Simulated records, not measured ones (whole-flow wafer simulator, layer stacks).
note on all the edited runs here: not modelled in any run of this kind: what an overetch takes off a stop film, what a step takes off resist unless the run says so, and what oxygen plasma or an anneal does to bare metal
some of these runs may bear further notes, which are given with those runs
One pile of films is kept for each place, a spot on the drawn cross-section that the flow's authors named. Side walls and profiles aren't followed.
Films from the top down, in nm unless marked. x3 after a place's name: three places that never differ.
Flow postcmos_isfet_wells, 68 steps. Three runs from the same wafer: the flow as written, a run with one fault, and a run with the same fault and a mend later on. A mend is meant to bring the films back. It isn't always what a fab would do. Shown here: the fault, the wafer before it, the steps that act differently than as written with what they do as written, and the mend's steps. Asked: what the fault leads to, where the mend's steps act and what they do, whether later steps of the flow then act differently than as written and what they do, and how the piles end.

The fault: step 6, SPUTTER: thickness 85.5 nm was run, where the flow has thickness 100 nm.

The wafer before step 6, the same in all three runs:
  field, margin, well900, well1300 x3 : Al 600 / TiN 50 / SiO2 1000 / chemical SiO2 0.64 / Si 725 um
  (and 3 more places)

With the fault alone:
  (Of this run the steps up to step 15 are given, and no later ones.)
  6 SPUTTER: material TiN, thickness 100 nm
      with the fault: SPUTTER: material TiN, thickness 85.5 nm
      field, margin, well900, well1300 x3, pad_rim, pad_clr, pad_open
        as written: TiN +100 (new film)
        with the fault: TiN +85.5 (new film)
  No later step of the flow up to step 15 acts differently than as written at any place that is followed.
  After step 15 the piles differ from the flow's by more than 2% or 0.5 nm, whichever is larger, at field, margin, well900, well1300 x3, pad_rim, pad_clr, pad_open.
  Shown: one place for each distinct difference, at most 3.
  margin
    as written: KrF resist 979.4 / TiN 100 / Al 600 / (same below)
    with the fault: KrF resist 979.4 / TiN 85.5 / Al 600 / (same below)
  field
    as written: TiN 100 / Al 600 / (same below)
    with the fault: TiN 85.5 / Al 600 / (same below)

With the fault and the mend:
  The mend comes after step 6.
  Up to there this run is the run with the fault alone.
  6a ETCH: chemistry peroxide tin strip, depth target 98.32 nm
      field, margin, well900, well1300 x3, pad_rim, pad_clr, pad_open
        TiN -85.5 (all of it)
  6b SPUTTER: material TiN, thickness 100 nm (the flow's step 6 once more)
      field, margin, well900, well1300 x3, pad_rim, pad_clr, pad_open
        TiN +100 (new film)
  No later step of the flow acts differently than as written at any place that is followed.
  At the end the piles are the same as the flow's at every place that both follow.
